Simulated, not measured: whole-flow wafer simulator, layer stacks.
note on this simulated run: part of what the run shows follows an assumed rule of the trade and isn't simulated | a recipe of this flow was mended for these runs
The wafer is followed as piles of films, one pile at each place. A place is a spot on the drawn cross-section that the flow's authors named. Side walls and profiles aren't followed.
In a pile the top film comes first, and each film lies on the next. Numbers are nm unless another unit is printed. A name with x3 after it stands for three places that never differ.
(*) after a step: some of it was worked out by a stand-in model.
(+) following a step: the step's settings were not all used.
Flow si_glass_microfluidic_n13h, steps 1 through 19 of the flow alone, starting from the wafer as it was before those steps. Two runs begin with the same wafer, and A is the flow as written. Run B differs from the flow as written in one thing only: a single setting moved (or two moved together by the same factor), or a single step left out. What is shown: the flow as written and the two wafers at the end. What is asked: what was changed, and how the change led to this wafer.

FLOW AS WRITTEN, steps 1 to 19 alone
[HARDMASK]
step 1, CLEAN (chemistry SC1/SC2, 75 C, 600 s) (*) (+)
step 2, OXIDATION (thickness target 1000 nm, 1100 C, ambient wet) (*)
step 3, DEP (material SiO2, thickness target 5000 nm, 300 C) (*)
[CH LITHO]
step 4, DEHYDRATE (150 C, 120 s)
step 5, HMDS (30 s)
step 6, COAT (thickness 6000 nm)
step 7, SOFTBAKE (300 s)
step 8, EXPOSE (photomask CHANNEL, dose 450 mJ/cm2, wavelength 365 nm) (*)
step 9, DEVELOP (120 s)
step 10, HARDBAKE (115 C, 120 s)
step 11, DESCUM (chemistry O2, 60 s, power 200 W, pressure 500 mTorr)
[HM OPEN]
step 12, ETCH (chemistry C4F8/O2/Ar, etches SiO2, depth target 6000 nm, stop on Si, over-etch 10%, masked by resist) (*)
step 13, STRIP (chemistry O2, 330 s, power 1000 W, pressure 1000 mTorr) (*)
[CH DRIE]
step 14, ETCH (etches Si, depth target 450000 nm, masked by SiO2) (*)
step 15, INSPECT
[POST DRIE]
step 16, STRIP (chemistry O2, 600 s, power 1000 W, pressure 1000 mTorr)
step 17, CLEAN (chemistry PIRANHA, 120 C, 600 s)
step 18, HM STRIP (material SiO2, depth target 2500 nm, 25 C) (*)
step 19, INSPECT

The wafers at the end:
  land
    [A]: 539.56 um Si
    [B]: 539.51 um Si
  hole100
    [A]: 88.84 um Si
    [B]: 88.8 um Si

What caused this: step 2, OXIDATION: 1135 C was run, though the flow has 1100 C.

Step by step, how the change led to this:
  step 2, OXIDATION (thickness target 1000 nm, 1100 C, ambient wet) (*)
      land, hole100: A SiO2 gains 1000 (new film), chemical SiO2 loses 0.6 (all of it), Si loses 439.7 | B SiO2 gains 1112.4 (new film), chemical SiO2 loses 0.6 (all of it), Si loses 489.2
  step 12, ETCH (chemistry C4F8/O2/Ar, etches SiO2, depth target 6000 nm, stop on Si, over-etch 10%, masked by resist) (*)
      hole100: A SiO2 loses 6000 (all of it), Si loses 75 | B SiO2 loses 6112.4 (all of it), Si loses 60.9
  step 18, HM STRIP (material SiO2, depth target 2500 nm, 25 C) (*)
      land: A SiO2 loses 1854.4 (all of it) | B SiO2 loses 1966.6 (all of it)
